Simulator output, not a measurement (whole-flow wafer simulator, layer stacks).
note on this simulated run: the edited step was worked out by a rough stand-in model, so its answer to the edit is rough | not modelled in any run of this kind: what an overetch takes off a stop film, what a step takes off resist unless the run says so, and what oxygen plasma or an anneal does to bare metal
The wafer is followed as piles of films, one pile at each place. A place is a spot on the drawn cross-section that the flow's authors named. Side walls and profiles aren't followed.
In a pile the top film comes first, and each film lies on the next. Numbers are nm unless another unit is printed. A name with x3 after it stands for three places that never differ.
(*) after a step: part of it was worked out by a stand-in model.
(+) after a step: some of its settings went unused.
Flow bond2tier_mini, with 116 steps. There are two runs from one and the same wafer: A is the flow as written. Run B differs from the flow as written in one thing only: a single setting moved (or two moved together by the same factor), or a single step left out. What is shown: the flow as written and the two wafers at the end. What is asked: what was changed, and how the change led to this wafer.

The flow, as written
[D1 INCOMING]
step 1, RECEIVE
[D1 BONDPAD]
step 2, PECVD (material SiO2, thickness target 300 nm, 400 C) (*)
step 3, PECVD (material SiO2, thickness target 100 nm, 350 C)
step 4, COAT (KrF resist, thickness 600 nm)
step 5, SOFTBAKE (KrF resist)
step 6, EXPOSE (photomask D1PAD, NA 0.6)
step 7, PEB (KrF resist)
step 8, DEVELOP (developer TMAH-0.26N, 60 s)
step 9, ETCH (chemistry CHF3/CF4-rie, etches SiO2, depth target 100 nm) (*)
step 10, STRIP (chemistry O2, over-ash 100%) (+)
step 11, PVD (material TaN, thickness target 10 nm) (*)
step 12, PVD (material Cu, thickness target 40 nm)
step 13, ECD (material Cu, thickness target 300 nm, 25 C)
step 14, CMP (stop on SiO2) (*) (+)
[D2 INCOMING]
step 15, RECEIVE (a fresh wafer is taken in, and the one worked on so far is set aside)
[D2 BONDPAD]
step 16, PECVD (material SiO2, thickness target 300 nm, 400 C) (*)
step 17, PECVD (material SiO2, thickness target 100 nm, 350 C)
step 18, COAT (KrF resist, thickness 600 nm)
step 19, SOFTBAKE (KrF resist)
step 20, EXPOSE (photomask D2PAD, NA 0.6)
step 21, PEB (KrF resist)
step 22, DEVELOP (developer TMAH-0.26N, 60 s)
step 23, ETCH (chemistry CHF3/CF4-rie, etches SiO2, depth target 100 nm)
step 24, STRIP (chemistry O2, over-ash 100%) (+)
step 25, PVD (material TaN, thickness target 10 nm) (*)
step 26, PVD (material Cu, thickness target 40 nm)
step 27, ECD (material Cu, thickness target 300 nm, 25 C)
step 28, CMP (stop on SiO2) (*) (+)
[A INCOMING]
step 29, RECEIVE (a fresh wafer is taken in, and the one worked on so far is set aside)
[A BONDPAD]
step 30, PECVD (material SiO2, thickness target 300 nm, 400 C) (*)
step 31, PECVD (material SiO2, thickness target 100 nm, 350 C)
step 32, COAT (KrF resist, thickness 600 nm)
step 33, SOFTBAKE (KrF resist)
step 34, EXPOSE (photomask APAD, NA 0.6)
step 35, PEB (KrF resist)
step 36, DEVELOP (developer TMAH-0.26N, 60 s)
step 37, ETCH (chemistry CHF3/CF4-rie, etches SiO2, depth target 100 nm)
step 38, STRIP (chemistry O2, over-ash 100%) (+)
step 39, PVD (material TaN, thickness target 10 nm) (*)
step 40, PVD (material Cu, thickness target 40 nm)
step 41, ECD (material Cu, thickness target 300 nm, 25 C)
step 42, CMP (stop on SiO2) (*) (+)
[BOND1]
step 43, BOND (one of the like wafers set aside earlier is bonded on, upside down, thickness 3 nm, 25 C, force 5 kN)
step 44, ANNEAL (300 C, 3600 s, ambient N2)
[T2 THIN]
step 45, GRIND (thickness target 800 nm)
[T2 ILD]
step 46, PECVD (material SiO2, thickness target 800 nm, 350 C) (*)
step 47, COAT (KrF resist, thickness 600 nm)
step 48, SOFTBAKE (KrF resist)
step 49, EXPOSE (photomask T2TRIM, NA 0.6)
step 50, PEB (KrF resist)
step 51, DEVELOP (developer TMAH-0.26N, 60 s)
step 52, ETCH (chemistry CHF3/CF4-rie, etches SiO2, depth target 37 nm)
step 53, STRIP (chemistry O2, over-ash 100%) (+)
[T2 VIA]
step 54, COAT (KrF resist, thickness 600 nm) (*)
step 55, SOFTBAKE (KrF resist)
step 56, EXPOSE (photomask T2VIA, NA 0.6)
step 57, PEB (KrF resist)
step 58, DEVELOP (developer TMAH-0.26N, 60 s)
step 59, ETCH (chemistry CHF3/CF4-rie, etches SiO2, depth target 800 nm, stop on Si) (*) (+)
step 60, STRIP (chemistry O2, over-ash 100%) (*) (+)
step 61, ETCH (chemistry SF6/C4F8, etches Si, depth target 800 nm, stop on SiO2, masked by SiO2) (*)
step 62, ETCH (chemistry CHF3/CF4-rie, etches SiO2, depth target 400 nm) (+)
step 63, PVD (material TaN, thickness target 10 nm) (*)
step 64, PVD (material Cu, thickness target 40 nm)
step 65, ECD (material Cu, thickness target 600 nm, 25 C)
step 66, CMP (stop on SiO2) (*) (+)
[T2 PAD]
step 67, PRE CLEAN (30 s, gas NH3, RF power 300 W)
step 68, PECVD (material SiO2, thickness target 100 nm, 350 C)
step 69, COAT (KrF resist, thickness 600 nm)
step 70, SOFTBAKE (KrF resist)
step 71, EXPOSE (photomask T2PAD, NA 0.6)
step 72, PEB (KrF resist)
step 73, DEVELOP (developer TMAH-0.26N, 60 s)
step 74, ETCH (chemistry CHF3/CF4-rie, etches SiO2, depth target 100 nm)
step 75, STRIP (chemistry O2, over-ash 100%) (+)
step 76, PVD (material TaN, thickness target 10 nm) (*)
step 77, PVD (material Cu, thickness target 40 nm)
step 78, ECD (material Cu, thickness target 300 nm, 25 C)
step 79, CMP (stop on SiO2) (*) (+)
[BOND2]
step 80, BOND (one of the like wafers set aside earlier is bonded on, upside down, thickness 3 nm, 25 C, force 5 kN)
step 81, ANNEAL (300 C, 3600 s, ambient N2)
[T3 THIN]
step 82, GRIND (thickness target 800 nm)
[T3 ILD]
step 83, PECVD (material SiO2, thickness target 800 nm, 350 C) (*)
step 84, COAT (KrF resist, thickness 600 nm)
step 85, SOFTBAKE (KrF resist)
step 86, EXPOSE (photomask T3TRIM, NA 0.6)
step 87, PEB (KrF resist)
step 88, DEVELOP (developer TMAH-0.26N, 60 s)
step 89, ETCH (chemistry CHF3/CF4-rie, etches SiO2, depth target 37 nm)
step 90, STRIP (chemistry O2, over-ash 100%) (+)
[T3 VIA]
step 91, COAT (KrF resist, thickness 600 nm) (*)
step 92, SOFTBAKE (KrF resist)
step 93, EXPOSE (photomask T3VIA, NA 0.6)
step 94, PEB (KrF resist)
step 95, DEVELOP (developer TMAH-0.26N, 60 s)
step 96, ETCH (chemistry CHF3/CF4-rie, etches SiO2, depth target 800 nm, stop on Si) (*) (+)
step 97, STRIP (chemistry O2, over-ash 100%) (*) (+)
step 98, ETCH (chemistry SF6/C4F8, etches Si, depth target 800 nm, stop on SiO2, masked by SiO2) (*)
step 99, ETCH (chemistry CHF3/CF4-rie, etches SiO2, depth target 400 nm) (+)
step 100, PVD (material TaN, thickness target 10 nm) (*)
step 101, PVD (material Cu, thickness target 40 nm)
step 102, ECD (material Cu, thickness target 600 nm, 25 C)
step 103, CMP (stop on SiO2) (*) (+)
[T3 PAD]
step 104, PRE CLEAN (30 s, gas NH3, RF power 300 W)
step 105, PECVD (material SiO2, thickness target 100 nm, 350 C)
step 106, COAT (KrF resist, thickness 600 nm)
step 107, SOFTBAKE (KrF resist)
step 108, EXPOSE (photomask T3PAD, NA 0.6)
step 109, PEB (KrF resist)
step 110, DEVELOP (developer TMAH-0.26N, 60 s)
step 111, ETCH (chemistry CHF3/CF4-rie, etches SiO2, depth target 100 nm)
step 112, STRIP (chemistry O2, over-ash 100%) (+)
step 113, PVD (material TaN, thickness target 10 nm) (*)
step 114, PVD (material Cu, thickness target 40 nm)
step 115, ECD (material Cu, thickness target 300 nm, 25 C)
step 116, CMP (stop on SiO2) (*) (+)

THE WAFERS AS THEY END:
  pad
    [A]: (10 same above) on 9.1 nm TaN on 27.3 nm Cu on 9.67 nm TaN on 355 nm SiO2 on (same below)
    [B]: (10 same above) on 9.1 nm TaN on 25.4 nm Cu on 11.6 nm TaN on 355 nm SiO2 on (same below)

The reason: step 63, PVD: thickness target 12 nm was run, though the flow has thickness target 10 nm.

Step by step, how the change led to this:
  step 63, PVD (material TaN, thickness target 10 nm) (*)
      field: A +10 TaN (new film) | B +12 TaN (new film)
      pad: A +9.67 TaN (new film) | B +11.6 TaN (new film)
  step 66, CMP (stop on SiO2) (*) (+)
      field: A -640 Cu (all of it), -10 TaN (all of it) | B -640 Cu (all of it), -12 TaN (all of it)
